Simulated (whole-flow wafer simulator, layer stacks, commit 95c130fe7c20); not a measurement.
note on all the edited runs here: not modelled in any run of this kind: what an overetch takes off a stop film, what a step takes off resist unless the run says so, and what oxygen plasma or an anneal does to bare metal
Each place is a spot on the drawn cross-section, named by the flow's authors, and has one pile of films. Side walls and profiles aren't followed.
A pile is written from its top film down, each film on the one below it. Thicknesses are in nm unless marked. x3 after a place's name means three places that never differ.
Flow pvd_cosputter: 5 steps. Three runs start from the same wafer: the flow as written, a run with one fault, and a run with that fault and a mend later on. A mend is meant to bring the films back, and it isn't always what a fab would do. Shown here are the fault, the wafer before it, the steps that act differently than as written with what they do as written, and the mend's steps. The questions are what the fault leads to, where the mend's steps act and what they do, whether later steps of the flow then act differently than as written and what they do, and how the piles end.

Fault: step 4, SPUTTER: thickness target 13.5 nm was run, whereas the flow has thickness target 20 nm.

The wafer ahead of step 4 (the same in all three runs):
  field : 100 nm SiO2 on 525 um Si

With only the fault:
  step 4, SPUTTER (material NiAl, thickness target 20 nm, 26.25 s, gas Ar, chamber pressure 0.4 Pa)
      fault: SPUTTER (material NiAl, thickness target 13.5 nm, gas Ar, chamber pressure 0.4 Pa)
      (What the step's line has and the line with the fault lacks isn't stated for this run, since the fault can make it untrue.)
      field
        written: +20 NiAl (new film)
        fault: +13.5 NiAl (new film)
  Every later step of the flow that is run acts as written at every place that is followed.
  At field, the piles at the end differ from the flow's by more than 2% or 0.5 nm, whichever is larger.
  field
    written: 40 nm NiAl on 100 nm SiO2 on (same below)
    fault: 33.5 nm NiAl on 100 nm SiO2 on (same below)

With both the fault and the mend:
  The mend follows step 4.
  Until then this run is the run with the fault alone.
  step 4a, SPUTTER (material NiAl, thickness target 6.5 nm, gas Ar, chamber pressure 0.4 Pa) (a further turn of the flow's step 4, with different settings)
      field
        +6.5 NiAl
  Every later step of the flow that is run acts as written at every place that is followed.
  At every place that both follow, the piles at the end match the flow's.
